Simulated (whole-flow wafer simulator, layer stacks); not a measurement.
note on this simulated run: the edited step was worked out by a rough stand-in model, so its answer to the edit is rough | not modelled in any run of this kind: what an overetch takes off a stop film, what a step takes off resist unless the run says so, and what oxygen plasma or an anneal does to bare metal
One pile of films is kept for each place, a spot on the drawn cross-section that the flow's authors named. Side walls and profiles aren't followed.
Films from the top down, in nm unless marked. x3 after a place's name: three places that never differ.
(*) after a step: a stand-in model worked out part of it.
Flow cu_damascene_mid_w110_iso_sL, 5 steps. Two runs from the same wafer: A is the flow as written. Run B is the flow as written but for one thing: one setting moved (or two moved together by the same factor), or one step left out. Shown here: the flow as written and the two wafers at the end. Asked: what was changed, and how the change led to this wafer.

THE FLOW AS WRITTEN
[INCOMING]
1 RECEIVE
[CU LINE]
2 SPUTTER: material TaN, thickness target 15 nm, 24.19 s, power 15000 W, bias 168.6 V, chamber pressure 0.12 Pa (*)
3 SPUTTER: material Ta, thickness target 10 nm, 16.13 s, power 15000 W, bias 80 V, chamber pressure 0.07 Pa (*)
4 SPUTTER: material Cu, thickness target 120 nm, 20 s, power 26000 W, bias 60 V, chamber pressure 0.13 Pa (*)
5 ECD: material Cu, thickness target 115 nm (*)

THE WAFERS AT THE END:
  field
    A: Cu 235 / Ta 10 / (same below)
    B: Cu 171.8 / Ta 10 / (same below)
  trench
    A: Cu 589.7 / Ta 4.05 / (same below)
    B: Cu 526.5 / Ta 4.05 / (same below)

The cause: step 5, ECD: thickness target 51.8 nm was run, where the flow has thickness target 115 nm.

How the change led to this, step by step:
  5 ECD: material Cu, thickness target 115 nm (*)
      field: A Cu +115 | B Cu +51.8
      trench: A Cu +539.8 | B Cu +476.6
